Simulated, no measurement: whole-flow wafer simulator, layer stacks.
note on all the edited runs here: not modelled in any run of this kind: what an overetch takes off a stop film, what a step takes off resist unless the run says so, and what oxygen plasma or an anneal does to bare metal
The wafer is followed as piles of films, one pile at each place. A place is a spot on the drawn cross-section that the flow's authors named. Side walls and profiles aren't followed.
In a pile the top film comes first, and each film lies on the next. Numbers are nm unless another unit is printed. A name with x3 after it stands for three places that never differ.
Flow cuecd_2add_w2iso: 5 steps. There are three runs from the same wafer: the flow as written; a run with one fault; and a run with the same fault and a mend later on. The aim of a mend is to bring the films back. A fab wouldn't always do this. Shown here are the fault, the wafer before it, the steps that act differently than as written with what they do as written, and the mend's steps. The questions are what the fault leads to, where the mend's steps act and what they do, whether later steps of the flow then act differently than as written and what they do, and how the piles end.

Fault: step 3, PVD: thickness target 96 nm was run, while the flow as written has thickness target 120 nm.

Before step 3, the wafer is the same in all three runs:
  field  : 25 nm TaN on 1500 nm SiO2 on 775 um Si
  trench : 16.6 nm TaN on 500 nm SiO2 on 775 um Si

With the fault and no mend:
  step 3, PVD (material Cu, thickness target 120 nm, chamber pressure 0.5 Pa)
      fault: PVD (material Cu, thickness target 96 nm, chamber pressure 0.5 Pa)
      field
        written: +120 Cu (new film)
        fault: +96 Cu (new film)
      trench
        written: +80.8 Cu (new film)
        fault: +64.7 Cu (new film)
  Later steps of the flow that are run all act as written at every place that is followed, up to a difference of at most 2% or 0.5 nm, whichever is larger.
  At field, the piles at the end differ from the flow's by more than 2% or 0.5 nm, whichever is larger.
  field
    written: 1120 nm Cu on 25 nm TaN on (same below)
    fault: 1096 nm Cu on 25 nm TaN on (same below)

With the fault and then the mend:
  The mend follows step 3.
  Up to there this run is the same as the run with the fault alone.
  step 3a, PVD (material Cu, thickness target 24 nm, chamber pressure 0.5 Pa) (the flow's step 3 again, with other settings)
      field
        +24 Cu
      trench
        +15.7 Cu
  Later steps of the flow that are run all act as written at every place that is followed, up to a difference of at most 2% or 0.5 nm, whichever is larger.
  By the end, the piles equal the flow's at every place that both follow.
